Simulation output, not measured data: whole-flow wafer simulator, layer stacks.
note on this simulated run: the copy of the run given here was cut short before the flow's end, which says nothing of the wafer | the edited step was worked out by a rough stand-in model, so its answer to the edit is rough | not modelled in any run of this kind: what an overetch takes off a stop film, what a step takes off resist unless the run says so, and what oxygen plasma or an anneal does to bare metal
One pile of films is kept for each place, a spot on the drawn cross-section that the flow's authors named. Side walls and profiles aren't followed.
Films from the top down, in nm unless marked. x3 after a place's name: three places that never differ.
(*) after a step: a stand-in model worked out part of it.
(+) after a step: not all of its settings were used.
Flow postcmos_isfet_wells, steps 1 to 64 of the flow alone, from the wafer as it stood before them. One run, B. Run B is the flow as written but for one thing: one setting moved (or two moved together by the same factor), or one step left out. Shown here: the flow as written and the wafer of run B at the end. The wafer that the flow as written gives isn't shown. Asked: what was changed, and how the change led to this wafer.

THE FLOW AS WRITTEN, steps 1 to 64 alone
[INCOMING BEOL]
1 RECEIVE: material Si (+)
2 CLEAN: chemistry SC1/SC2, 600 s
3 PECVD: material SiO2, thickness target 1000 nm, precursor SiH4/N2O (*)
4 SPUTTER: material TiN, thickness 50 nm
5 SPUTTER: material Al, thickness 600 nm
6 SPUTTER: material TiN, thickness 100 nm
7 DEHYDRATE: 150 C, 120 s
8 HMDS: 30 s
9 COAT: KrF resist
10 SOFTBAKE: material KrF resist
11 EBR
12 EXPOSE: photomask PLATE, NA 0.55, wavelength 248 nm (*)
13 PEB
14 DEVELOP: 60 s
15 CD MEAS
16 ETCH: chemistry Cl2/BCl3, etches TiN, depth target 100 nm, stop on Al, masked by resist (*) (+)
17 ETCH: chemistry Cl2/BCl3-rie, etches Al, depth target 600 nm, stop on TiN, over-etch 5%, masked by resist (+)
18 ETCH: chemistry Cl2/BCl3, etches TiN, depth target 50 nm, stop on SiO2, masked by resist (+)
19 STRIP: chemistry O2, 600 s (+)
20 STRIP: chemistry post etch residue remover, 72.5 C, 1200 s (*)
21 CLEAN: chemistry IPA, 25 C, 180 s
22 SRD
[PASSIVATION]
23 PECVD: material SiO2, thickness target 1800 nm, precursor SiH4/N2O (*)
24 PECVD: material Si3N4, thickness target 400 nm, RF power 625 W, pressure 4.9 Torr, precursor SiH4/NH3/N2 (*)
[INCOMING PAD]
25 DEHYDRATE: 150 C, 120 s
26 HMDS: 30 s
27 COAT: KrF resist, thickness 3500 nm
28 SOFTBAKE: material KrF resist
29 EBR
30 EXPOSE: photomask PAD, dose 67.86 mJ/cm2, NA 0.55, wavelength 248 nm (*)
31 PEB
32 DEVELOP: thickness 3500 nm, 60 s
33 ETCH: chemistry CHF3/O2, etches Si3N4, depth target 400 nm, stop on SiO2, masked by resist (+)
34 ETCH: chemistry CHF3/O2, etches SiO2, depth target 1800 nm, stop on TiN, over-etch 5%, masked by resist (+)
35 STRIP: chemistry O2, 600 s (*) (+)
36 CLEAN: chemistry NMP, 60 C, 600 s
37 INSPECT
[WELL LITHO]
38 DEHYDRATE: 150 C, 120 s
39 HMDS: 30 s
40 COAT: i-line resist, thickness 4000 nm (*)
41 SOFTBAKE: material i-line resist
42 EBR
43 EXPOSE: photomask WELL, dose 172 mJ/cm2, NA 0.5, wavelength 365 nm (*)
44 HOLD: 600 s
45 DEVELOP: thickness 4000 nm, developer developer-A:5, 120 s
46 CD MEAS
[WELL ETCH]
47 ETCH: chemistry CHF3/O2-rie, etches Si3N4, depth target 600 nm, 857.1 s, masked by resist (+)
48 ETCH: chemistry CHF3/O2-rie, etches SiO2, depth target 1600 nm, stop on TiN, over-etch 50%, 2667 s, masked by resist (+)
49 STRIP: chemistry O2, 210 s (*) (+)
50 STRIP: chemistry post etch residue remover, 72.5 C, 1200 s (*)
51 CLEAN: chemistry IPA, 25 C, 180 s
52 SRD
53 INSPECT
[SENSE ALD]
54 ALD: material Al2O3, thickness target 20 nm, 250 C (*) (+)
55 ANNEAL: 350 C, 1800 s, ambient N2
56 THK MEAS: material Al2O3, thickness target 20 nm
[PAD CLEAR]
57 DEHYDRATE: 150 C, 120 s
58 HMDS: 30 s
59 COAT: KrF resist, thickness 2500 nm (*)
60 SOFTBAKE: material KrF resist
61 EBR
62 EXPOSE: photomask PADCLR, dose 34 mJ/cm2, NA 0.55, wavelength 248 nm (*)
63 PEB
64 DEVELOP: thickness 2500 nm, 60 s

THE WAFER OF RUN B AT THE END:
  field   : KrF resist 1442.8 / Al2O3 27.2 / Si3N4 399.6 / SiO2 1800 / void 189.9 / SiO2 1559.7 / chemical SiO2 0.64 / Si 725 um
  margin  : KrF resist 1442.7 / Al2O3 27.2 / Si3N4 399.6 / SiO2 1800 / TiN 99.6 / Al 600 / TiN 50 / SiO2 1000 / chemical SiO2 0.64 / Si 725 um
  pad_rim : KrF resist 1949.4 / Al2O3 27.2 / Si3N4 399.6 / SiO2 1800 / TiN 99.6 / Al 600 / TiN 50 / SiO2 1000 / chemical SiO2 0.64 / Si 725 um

The cause: step 54, ALD: thickness target 27.2 nm was run, where the flow has thickness target 20 nm.
It can be read off the wafer: field has Al2O3 27.2, and step 54 as written asks for 20 nm.

How the change led to this, step by step:
  54 ALD: material Al2O3, thickness target 20 nm, 250 C (*) (+)
      field, margin, well900, well1300 x3, pad_rim, pad_clr, pad_open: Al2O3 +27.2 (new film) (as written it would be: Al2O3 +20 (new film))
